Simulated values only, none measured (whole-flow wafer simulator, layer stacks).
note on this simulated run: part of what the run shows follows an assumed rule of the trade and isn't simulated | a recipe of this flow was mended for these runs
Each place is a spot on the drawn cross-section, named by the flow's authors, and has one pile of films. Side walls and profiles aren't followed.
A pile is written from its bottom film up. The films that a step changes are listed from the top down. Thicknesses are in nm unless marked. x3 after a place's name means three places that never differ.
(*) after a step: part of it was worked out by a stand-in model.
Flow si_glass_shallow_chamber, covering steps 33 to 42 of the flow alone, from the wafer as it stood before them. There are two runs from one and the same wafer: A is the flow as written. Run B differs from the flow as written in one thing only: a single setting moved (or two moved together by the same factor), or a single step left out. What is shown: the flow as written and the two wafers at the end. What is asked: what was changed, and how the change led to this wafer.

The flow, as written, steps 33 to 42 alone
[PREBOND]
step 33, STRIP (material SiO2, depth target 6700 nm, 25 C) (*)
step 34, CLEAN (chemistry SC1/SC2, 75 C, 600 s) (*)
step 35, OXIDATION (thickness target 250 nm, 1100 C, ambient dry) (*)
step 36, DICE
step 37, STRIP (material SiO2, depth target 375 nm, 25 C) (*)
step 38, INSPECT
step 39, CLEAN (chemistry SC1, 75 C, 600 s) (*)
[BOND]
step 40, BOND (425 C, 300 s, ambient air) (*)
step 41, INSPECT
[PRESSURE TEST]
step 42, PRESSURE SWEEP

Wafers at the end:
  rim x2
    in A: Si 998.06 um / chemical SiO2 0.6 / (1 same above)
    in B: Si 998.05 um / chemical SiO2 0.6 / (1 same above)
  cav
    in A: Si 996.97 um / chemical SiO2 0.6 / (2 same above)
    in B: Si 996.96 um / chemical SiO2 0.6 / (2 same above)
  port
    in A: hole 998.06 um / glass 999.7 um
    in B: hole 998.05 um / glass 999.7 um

Cause: step 35, OXIDATION: thickness target 280 nm was run, whereas the flow has thickness target 250 nm.

Step by step, how the change led to this:
  step 35, OXIDATION (thickness target 250 nm, 1100 C, ambient dry) (*)
      rim x2, cav, septum, ring: A +250 SiO2 (new film), -0.6 chemical SiO2 (all of it), -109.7 Si | B +280 SiO2 (new film), -0.6 chemical SiO2 (all of it), -122.9 Si
  step 37, STRIP (material SiO2, depth target 375 nm, 25 C) (*)
      rim x2, cav, septum, ring: A -250 SiO2 (all of it) | B -280 SiO2 (all of it)
